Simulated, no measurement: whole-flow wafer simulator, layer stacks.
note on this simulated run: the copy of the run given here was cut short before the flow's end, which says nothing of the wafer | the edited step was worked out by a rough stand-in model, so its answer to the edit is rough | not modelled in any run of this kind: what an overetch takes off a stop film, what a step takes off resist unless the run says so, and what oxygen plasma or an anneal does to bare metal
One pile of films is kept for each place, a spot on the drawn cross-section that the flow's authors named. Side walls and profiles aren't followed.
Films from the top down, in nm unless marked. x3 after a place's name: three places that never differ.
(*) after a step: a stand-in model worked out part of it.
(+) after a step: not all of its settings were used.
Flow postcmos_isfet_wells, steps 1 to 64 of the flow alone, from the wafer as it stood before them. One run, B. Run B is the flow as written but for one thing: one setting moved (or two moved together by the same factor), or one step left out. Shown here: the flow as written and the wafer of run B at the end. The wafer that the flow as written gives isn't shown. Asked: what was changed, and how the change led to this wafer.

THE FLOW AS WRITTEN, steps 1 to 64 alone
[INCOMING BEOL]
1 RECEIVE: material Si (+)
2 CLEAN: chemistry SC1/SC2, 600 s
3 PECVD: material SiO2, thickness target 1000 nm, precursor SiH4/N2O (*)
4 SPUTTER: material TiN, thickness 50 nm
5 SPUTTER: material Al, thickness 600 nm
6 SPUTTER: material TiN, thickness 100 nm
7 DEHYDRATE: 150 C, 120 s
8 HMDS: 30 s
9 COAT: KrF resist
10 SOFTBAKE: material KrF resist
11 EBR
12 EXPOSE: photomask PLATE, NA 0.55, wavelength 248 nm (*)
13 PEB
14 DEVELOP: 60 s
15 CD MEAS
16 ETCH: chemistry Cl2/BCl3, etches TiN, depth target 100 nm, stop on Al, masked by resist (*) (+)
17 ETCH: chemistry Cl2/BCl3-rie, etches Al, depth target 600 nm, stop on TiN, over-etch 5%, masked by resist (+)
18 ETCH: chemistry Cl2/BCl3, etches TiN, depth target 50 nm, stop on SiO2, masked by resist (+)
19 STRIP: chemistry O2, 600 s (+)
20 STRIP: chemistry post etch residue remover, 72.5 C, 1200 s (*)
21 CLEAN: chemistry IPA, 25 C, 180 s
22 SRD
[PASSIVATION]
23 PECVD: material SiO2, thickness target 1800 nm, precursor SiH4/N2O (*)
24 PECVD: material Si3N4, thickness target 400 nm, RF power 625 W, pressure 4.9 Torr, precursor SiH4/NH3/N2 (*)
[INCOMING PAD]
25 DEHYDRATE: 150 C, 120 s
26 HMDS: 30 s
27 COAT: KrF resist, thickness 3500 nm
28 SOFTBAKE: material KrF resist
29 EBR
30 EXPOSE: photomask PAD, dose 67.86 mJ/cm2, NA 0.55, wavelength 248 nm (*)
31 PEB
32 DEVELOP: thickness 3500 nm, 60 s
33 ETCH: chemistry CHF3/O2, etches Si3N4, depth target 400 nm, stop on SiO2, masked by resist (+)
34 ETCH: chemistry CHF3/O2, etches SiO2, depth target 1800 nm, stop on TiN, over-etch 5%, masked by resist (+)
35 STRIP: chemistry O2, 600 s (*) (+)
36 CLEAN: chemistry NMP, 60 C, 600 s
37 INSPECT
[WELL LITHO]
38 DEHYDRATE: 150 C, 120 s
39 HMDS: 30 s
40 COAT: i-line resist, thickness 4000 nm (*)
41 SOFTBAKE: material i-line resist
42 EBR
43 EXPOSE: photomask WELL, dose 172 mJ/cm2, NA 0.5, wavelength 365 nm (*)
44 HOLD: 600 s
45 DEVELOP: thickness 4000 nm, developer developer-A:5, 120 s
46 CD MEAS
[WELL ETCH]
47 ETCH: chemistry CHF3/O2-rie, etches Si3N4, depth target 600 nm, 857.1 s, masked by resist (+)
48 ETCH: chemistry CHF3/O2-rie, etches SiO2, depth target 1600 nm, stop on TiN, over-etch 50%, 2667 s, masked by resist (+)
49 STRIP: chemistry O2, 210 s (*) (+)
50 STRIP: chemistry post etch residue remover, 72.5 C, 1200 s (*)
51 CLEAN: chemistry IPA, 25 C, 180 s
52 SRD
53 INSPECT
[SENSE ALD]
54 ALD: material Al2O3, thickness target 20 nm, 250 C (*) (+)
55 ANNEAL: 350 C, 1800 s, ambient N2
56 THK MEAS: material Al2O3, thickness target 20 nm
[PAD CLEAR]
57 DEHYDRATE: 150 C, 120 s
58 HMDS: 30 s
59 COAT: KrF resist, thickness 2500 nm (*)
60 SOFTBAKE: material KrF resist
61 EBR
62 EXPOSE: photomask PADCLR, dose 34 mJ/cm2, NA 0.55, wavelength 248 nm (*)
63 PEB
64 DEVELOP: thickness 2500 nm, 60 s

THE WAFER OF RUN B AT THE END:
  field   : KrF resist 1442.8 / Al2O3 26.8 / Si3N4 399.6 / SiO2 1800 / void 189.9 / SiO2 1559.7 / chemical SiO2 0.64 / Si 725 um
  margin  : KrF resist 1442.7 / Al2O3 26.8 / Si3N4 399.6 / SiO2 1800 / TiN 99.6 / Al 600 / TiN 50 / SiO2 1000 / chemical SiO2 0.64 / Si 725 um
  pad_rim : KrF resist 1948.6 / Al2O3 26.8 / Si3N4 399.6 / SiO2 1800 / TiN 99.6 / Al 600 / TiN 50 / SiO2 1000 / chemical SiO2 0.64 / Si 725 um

The cause: step 54, ALD: thickness target 26.8 nm was run, where the flow has thickness target 20 nm.
It can be read off the wafer: field has Al2O3 26.8, and step 54 as written asks for 20 nm.

How the change led to this, step by step:
  54 ALD: material Al2O3, thickness target 20 nm, 250 C (*) (+)
      field, margin, well900, well1300 x3, pad_rim, pad_clr, pad_open: Al2O3 +26.8 (new film) (as written it would be: Al2O3 +20 (new film))
